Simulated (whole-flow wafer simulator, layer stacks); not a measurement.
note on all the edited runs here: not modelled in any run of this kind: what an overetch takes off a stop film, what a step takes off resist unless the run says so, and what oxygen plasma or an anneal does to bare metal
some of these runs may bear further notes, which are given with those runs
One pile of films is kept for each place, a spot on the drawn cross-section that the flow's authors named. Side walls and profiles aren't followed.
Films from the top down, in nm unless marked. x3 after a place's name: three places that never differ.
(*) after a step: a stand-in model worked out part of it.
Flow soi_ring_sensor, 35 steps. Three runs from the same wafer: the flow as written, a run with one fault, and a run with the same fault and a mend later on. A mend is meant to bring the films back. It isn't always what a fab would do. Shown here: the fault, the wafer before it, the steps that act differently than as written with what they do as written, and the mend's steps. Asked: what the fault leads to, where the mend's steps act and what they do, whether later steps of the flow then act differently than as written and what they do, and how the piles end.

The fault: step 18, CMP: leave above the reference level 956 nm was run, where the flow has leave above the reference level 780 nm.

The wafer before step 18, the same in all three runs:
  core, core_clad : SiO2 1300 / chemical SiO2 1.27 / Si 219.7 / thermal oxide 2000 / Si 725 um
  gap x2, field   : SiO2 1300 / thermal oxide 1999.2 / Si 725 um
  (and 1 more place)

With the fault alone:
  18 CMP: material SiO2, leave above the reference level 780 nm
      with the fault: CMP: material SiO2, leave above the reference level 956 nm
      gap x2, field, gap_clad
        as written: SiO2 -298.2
        with the fault: SiO2 -122.2
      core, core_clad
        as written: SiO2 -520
        with the fault: SiO2 -344
  Later steps of the flow that act differently than as written:
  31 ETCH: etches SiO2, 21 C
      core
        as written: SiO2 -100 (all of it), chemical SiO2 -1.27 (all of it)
        with the fault: SiO2 -276 (all of it), chemical SiO2 -1.27 (all of it)
  At the end the piles differ from the flow's by more than 2% or 0.5 nm, whichever is larger, at field, core_clad.
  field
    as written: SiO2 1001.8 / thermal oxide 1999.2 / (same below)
    with the fault: SiO2 1177.8 / thermal oxide 1999.2 / (same below)
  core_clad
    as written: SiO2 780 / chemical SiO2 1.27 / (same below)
    with the fault: SiO2 956 / chemical SiO2 1.27 / (same below)

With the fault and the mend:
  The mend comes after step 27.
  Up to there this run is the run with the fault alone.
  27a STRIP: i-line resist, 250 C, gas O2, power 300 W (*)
      field, core_clad, gap_clad
        i-line resist -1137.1 (all of it)
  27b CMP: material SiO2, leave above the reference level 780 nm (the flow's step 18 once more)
      core, gap x2, field, core_clad, gap_clad
        SiO2 -176
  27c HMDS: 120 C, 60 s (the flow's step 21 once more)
      changes no film at any place that is followed
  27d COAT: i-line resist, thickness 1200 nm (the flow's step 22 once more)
      core, gap x2, field, core_clad, gap_clad
        i-line resist +1200 (new film)
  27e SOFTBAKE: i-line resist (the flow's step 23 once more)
      changes no film at any place that is followed
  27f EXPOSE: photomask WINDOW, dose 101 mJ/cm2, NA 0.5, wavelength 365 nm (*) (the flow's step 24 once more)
      changes no film at any place that is followed
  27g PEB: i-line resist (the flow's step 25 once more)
      core, gap x2, field, core_clad, gap_clad
        i-line resist -62.8
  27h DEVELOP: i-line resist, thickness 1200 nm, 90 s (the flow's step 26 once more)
      core, gap x2
        i-line resist -1137.2 (all of it)
      field, core_clad, gap_clad
        i-line resist -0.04
  No later step of the flow acts differently than as written at any place that is followed.
  At the end the piles are the same as the flow's at every place that both follow.
